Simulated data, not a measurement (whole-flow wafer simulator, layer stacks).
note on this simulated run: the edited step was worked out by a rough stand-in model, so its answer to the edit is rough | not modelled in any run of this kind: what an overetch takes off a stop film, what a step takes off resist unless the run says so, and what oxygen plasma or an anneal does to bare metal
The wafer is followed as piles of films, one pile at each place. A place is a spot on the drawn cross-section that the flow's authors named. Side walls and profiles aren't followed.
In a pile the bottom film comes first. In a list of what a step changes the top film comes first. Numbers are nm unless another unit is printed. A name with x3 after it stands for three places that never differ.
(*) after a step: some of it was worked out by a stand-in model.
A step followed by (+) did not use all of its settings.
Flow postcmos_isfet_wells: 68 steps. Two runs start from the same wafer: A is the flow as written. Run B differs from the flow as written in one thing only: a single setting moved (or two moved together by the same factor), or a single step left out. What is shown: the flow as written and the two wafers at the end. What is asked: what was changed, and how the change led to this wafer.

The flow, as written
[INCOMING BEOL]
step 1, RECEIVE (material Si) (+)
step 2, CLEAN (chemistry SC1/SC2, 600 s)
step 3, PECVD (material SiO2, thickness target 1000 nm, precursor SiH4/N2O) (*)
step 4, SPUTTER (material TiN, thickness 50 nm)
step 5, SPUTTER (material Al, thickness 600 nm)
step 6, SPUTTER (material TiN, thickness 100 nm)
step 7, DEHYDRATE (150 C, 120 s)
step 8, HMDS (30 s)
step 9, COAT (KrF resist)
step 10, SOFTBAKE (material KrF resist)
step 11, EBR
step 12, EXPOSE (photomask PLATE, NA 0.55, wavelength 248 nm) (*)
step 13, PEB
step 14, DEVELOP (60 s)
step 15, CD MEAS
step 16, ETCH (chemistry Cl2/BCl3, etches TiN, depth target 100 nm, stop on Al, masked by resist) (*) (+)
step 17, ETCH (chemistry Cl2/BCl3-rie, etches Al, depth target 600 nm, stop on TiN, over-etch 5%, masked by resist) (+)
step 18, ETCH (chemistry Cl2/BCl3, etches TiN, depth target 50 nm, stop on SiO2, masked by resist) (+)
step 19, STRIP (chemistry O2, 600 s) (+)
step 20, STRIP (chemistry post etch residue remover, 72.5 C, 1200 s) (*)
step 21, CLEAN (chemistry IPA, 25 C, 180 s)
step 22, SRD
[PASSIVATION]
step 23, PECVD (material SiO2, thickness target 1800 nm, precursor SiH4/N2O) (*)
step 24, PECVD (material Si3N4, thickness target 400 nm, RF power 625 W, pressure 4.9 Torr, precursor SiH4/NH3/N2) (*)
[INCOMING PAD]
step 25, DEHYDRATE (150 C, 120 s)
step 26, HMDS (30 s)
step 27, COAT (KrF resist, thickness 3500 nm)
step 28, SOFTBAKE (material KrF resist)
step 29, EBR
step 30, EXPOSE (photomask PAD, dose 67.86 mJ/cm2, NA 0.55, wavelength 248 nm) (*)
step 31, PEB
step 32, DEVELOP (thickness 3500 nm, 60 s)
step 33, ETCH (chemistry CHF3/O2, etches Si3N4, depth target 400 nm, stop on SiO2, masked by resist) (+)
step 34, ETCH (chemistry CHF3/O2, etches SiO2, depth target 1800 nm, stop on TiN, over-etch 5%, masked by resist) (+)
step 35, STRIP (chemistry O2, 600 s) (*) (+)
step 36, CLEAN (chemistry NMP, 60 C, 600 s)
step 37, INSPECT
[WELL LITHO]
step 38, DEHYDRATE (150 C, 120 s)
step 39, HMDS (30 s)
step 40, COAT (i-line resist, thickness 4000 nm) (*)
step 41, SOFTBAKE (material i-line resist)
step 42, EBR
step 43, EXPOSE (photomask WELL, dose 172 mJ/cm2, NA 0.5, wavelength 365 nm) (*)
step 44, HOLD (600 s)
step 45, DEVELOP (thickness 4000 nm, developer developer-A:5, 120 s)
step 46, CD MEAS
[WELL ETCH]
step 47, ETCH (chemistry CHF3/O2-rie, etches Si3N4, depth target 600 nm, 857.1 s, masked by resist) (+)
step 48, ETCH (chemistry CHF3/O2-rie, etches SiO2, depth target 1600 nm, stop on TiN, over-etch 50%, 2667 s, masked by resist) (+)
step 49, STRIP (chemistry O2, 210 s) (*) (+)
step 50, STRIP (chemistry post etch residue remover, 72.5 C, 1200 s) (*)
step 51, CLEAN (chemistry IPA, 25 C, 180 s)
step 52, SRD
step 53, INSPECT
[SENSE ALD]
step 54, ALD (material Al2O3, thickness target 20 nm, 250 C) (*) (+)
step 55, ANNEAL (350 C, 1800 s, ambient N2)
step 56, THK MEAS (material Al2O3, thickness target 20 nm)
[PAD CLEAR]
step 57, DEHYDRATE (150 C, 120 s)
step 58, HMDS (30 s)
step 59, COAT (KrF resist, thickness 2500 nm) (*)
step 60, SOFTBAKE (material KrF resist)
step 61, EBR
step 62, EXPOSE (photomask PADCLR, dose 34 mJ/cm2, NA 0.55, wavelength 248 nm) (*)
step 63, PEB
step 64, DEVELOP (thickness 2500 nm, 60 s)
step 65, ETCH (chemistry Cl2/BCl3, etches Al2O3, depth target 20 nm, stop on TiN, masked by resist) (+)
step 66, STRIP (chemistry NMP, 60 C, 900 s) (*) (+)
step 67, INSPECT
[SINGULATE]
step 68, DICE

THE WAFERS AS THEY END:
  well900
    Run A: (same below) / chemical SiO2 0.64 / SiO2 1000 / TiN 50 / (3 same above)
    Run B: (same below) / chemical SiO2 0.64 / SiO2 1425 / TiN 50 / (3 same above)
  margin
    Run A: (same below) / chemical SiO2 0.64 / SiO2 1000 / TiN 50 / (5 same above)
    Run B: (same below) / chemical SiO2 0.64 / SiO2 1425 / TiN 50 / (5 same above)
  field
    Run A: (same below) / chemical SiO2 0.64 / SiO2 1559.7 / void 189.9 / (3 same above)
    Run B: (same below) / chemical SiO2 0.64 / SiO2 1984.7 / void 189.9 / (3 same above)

The reason: step 3, PECVD: thickness target 1425 nm was run, while the flow as written has thickness target 1000 nm.
The wafer lets one read it off: well900 has SiO2 1425, and step 3 as written asks for 1000 nm.

How this came from the change, step by step:
  step 3, PECVD (material SiO2, thickness target 1000 nm, precursor SiH4/N2O) (*)
      field, margin, well900, well1300 x3, pad_rim, pad_clr, pad_open: A SiO2 gains 1000 (new film) | B SiO2 gains 1425 (new film)
